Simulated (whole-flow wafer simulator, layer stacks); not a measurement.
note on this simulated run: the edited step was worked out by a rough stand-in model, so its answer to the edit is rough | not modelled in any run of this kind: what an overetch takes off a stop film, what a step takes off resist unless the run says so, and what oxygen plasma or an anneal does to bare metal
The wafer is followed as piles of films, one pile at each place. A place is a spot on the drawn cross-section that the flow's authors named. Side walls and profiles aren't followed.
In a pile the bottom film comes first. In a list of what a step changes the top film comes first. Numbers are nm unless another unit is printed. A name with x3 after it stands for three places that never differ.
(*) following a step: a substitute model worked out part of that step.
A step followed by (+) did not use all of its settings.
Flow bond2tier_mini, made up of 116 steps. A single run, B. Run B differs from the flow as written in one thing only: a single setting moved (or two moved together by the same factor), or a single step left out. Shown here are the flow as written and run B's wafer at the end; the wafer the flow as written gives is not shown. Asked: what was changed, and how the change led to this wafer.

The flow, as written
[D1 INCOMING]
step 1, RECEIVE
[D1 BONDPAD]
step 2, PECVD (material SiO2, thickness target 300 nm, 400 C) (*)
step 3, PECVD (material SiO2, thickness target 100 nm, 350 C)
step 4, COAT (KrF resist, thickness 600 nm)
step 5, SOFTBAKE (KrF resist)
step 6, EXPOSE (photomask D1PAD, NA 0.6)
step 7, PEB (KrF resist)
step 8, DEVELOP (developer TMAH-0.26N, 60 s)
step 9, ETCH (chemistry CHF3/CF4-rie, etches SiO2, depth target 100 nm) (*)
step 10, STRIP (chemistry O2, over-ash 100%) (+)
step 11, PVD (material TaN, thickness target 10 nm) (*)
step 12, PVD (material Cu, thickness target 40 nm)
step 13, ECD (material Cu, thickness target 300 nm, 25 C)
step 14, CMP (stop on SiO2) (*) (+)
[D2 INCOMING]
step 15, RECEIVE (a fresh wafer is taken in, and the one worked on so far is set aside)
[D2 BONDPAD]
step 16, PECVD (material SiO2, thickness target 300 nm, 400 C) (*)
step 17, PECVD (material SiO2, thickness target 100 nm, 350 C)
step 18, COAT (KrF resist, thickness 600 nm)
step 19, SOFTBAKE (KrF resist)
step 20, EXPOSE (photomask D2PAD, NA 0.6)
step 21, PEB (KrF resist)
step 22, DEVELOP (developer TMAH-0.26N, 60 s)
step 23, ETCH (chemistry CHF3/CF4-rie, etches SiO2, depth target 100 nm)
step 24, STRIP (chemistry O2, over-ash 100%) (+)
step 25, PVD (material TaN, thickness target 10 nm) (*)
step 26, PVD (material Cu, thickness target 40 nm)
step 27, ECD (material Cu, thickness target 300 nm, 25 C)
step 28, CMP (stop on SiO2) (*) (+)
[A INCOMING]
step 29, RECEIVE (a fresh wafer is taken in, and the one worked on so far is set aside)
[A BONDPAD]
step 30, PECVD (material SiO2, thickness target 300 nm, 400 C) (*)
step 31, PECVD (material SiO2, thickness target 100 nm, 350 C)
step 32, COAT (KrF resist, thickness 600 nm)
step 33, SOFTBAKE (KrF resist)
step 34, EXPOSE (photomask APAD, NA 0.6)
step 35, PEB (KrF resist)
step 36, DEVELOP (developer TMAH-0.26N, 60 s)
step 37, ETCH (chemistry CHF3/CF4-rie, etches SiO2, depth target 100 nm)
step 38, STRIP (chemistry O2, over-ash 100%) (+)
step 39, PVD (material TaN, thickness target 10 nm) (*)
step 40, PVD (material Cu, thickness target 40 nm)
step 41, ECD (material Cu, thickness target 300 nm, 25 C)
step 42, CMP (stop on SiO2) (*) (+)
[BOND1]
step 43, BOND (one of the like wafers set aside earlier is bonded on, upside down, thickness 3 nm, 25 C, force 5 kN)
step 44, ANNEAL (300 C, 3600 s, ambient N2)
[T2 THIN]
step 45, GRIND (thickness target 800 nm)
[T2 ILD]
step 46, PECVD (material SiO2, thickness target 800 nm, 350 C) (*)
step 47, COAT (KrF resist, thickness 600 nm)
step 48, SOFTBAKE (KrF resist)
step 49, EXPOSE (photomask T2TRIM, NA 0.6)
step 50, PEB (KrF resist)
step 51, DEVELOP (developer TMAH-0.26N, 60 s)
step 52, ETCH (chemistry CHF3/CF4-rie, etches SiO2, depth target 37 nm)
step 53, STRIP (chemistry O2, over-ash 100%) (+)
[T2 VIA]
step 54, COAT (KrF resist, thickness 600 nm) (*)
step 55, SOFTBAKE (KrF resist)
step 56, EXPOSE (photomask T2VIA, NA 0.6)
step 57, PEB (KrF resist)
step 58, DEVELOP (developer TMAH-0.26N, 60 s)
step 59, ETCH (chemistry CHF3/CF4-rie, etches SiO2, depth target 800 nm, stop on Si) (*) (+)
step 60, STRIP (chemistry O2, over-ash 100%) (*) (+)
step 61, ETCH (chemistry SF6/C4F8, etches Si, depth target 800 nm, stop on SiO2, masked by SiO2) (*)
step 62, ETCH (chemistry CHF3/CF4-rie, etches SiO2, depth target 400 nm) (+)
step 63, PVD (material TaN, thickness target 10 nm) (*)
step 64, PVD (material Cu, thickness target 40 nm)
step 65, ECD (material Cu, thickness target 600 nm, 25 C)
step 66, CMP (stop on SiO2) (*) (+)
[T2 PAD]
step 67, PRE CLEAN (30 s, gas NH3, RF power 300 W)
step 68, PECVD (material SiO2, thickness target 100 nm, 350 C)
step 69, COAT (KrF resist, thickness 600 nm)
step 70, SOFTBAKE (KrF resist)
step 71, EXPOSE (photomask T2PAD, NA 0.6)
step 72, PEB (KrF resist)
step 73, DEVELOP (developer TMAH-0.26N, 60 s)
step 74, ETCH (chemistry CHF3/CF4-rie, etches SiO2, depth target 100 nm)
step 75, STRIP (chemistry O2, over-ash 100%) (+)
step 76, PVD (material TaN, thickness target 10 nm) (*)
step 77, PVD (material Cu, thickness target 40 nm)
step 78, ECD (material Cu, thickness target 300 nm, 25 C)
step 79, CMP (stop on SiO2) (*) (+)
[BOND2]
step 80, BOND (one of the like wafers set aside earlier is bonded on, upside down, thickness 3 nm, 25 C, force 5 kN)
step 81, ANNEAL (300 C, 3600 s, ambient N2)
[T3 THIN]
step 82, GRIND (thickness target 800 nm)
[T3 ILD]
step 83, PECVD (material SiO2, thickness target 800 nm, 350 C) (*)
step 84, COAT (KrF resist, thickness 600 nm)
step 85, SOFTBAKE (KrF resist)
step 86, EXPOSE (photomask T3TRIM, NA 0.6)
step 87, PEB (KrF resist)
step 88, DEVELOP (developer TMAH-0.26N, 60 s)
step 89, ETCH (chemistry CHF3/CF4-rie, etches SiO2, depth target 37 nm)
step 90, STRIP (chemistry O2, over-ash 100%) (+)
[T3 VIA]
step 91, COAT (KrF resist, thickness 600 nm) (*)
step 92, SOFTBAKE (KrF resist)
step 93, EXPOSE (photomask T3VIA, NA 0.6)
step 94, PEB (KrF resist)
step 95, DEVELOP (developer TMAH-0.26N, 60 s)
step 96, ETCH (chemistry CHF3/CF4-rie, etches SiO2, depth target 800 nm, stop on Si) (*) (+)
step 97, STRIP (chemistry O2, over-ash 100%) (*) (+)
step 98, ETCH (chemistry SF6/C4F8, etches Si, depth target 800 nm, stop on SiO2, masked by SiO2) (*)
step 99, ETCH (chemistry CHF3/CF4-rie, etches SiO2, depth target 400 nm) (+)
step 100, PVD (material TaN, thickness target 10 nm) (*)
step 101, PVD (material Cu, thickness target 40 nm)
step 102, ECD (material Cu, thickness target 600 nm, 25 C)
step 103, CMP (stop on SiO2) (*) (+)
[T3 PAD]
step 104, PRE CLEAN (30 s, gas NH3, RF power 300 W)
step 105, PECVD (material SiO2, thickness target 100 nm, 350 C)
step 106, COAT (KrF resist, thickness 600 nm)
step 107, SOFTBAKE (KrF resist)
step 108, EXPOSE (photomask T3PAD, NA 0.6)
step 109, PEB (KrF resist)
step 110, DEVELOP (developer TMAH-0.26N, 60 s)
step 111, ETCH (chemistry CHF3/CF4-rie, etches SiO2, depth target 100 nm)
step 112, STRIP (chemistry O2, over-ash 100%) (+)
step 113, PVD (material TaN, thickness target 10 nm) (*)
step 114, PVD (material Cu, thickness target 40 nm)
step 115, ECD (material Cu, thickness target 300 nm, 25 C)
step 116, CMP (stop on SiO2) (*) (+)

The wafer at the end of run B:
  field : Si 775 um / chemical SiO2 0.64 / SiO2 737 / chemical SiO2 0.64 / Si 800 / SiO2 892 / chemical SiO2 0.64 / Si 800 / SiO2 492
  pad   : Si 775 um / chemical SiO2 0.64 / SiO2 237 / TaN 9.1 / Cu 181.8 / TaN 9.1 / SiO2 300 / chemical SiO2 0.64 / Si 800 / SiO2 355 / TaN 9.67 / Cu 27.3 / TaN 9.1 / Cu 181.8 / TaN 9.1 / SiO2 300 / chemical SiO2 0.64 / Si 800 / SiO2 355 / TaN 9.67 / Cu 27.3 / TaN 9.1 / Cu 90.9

The reason: step 30, PECVD: thickness target 237 nm was run, though the flow has thickness target 300 nm.
One can read it off the wafer: pad has SiO2 237, and step 30 as written asks for 300 nm.

Step by step, how the change led to this:
  step 30, PECVD (material SiO2, thickness target 300 nm, 400 C) (*)
      field, pad, via: SiO2 gains 237 (new film) (in the flow as written it would be: SiO2 gains 300 (new film))
